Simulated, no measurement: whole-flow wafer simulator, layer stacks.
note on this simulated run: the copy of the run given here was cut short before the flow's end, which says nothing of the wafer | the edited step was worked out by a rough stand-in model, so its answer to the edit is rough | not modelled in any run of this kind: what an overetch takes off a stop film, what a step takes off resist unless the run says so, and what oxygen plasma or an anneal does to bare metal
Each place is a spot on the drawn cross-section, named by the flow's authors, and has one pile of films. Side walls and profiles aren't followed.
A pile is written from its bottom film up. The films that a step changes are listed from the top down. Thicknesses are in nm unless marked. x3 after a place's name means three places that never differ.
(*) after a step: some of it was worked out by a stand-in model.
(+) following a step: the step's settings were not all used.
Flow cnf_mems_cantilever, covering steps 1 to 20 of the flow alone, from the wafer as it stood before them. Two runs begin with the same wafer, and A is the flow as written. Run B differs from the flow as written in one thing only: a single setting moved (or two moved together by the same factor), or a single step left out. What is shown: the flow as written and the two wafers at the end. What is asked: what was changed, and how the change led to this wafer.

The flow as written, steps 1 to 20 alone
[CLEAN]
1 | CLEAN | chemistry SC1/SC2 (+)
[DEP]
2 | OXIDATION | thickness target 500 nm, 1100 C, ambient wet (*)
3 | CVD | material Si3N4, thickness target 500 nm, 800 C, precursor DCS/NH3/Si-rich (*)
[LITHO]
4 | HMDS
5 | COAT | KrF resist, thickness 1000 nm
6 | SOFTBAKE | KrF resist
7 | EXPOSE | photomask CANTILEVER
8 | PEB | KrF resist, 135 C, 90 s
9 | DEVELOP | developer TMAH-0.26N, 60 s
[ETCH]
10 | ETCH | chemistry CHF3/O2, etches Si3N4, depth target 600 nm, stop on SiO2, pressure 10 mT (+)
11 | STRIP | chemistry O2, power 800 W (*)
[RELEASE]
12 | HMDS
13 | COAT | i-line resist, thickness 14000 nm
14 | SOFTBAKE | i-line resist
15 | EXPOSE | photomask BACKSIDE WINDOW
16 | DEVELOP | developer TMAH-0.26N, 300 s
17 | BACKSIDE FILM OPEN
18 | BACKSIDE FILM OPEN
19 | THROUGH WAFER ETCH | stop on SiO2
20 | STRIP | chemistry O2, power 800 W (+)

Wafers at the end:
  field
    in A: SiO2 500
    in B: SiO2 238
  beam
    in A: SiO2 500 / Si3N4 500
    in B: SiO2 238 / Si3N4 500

What caused this: step 2, OXIDATION: thickness target 238 nm was run, whereas the flow has thickness target 500 nm.
One can read it off the wafer: field has SiO2 238, and step 2 as written asks for 500 nm.

How this came from the change, step by step:
  2 | OXIDATION | thickness target 500 nm, 1100 C, ambient wet (*)
      field, beam: A SiO2 gains 500 (new film), chemical SiO2 loses 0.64 (all of it), Si loses 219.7 | B SiO2 gains 238 (new film), chemical SiO2 loses 0.64 (all of it), Si loses 104.4
  19 | THROUGH WAFER ETCH | stop on SiO2
      field: A under 1 film: Si loses 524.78 um (all of it) | B under 1 film: Si loses 524.9 um (all of it)
      beam: A under 2 films: Si loses 524.78 um (all of it) | B under 2 films: Si loses 524.9 um (all of it)
